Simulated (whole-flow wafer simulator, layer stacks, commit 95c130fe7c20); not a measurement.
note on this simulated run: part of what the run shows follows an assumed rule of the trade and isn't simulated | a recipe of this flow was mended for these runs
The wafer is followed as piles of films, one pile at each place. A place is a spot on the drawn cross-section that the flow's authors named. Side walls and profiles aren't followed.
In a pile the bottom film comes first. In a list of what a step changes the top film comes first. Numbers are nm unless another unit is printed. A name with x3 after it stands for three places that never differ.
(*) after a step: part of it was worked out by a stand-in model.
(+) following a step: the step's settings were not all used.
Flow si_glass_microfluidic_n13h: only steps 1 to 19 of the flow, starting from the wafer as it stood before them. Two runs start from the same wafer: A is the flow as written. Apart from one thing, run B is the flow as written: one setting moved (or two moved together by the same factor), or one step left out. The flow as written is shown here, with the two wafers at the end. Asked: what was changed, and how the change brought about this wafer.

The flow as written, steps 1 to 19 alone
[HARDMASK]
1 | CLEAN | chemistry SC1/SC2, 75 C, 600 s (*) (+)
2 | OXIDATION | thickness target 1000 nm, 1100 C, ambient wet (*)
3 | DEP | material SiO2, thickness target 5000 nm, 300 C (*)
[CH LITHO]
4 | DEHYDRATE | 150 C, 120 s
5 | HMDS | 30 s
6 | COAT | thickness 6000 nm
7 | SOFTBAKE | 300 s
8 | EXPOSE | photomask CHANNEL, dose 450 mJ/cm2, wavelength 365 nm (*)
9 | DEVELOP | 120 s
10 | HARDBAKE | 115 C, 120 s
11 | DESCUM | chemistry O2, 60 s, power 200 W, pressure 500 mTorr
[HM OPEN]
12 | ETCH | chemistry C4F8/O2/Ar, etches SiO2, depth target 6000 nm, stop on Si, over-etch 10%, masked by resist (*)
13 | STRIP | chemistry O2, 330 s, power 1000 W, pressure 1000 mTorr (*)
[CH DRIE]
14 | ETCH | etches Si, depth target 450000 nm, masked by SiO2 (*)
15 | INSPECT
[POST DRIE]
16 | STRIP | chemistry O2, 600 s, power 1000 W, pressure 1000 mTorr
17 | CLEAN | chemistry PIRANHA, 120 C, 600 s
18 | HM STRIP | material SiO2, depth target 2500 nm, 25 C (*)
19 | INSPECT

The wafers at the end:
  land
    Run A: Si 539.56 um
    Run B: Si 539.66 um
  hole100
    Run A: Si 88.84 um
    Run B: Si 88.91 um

Cause: step 2, OXIDATION: thickness target 760 nm was run, though the flow has thickness target 1000 nm.

The path from the change to this, step by step:
  2 | OXIDATION | thickness target 1000 nm, 1100 C, ambient wet (*)
      land, hole100: A +1000 SiO2 (new film), -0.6 chemical SiO2 (all of it), -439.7 Si | B +760 SiO2 (new film), -0.6 chemical SiO2 (all of it), -334.1 Si
  12 | ETCH | chemistry C4F8/O2/Ar, etches SiO2, depth target 6000 nm, stop on Si, over-etch 10%, masked by resist (*)
      land: A -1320 thick-i-line-resist | B -1267.2 thick-i-line-resist
      hole100: A -6000 SiO2 (all of it), -75 Si | B -5760 SiO2 (all of it), -105 Si
  18 | HM STRIP | material SiO2, depth target 2500 nm, 25 C (*)
      land: A -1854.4 SiO2 (all of it) | B -1615 SiO2 (all of it)
